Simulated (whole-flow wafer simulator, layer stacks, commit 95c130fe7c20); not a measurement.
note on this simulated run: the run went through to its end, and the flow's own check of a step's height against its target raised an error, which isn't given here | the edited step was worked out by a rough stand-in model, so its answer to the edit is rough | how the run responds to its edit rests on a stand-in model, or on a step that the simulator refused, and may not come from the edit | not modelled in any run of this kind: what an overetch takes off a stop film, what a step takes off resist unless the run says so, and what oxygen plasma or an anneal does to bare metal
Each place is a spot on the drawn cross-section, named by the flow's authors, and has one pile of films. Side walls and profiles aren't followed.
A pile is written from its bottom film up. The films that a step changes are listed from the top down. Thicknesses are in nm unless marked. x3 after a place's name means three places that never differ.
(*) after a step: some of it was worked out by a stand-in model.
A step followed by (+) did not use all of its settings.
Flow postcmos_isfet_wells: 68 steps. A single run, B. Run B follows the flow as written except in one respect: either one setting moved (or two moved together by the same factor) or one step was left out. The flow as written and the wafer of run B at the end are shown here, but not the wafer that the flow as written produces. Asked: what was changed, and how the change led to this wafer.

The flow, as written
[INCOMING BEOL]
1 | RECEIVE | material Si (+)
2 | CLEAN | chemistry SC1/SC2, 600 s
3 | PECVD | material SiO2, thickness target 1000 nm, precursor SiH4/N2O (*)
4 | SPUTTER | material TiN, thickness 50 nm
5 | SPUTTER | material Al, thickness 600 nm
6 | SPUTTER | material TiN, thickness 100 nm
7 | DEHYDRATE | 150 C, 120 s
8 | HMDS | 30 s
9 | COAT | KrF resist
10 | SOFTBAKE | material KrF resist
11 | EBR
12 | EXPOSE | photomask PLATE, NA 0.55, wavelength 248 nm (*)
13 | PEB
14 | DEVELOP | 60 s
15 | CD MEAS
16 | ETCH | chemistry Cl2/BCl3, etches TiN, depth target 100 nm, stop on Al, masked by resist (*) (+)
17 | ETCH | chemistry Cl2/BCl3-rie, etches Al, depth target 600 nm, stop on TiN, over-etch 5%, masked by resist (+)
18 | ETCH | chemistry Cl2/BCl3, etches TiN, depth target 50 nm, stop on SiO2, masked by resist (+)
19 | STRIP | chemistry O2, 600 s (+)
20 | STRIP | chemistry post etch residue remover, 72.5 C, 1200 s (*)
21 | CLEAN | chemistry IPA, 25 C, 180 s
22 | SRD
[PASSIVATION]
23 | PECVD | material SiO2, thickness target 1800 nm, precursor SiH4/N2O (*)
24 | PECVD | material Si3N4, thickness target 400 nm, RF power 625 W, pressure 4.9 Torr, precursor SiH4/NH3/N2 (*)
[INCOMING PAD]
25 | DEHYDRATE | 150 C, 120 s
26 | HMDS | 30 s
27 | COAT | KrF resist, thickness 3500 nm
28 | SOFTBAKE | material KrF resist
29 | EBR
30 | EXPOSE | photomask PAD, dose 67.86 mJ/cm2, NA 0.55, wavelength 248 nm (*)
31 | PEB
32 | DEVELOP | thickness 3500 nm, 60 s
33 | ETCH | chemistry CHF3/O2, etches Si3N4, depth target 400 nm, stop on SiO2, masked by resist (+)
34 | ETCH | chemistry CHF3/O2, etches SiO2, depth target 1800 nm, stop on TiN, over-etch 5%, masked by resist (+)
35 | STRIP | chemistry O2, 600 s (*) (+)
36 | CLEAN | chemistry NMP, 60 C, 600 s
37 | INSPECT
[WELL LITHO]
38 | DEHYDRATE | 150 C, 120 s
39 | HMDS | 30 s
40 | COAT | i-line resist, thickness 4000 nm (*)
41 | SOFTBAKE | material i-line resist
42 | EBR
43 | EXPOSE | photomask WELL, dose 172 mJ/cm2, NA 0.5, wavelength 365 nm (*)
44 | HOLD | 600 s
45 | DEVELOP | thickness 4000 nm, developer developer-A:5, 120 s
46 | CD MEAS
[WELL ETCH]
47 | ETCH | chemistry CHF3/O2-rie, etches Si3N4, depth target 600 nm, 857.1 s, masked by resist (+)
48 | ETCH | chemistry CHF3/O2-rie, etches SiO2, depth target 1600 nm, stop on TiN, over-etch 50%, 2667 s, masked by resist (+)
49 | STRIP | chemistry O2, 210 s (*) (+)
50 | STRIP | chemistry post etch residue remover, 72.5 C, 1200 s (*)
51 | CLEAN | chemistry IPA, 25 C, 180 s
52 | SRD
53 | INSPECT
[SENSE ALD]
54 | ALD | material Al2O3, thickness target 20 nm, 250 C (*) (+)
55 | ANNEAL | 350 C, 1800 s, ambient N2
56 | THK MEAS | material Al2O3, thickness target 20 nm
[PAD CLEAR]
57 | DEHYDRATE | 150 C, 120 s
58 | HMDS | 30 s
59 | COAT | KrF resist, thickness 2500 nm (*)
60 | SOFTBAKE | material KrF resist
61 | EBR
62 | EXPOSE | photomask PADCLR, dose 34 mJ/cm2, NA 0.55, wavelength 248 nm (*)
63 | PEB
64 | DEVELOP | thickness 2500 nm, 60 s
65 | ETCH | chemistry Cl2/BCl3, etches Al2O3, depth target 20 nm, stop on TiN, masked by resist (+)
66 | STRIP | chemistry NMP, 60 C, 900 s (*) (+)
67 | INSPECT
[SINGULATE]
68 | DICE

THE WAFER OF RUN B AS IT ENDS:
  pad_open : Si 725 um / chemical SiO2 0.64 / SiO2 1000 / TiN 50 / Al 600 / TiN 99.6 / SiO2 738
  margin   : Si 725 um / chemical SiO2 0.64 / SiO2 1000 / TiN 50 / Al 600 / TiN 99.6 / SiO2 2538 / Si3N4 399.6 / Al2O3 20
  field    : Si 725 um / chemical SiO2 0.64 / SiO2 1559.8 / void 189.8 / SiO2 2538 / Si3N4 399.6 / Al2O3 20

What caused this: step 23, PECVD: thickness target 2538 nm was run, whereas the flow has thickness target 1800 nm.
One can read it off the wafer: margin has SiO2 2538, and step 23 as written asks for 1800 nm.

How this came from the change, step by step:
  23 | PECVD | material SiO2, thickness target 1800 nm, precursor SiH4/N2O (*)
      margin, well900, well1300 x3, pad_rim, pad_clr, pad_open: +2538 SiO2 (new film) (in the flow as written it would be: +1800 SiO2 (new film))
      field: +2538 SiO2 (new film), +189.8 void (new film), +559.8 SiO2 (in the flow as written it would be: +1800 SiO2 (new film), +189.9 void (new film), +559.7 SiO2)
  34 | ETCH | chemistry CHF3/O2, etches SiO2, depth target 1800 nm, stop on TiN, over-etch 5%, masked by resist (+)
      pad_open: -1800 SiO2 (in the flow as written it would be: -1800 SiO2 (all of it))
  48 | ETCH | chemistry CHF3/O2-rie, etches SiO2, depth target 1600 nm, stop on TiN, over-etch 50%, 2667 s, masked by resist (+)
      well900, well1300 x3: -2338 SiO2 (all of it) (in the flow as written it would be: -1600 SiO2 (all of it))
  59 | COAT | KrF resist, thickness 2500 nm (*)
      field: +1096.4 KrF resist (new film) (in the flow as written it would be: +1449 KrF resist (new film))
      margin: +1096.3 KrF resist (new film) (in the flow as written it would be: +1448.9 KrF resist (new film))
  63 | PEB
      field, margin: -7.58 KrF resist (in the flow as written it would be: -10.1 KrF resist)
  66 | STRIP | chemistry NMP, 60 C, 900 s (*) (+)
      field: -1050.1 KrF resist (all of it) (in the flow as written it would be: -1400.1 KrF resist (all of it))
      margin: -1050 KrF resist (all of it) (in the flow as written it would be: -1400.1 KrF resist (all of it))
